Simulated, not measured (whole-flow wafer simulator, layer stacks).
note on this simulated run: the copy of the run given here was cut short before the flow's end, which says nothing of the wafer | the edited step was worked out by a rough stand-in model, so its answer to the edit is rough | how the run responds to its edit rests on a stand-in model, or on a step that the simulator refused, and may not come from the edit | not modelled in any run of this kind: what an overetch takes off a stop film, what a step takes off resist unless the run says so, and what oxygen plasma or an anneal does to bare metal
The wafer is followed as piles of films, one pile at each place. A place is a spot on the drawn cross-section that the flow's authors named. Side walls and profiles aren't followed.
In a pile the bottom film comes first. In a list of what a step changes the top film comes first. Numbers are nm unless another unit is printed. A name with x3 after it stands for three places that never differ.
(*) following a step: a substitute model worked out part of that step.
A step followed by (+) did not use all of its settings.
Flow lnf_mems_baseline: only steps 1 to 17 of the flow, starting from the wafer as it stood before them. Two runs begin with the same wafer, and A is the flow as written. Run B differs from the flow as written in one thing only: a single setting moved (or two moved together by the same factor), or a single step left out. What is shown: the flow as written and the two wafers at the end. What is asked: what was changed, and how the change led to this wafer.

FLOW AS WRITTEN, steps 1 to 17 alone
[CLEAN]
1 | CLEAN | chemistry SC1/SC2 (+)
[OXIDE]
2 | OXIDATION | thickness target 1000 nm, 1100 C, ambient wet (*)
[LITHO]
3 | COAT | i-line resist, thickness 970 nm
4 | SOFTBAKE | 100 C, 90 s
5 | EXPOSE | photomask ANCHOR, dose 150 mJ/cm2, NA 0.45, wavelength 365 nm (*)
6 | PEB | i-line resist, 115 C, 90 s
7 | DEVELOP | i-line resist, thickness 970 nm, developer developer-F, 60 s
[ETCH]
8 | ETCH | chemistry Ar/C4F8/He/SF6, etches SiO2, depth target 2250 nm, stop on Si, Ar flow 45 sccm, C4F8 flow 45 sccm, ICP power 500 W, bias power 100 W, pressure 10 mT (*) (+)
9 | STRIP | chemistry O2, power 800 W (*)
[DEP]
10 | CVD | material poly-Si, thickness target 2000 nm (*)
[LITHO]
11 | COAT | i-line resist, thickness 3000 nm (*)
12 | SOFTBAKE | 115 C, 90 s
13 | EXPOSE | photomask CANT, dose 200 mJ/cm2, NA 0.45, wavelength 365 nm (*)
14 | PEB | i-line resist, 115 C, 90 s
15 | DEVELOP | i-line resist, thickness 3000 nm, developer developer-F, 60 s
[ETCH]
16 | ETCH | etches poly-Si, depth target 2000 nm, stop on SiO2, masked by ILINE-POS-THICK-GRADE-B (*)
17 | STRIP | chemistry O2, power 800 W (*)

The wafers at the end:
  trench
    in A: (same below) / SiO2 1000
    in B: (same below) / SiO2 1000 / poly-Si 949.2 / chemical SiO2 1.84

What caused this: step 16, ETCH: depth target 1050 nm was run, though the flow has depth target 2000 nm.

How this came from the change, step by step:
  16 | ETCH | etches poly-Si, depth target 2000 nm, stop on SiO2, masked by ILINE-POS-THICK-GRADE-B (*)
      trench, char_slit: A poly-Si loses 2000 (all of it) | B poly-Si loses 1050
      field, anchor, beam: A i-line resist loses 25 | B i-line resist loses 13.1
  17 | STRIP | chemistry O2, power 800 W (*)
      trench, char_slit: A nothing | B chemical SiO2 gains 1.84 (new film), poly-Si loses 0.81
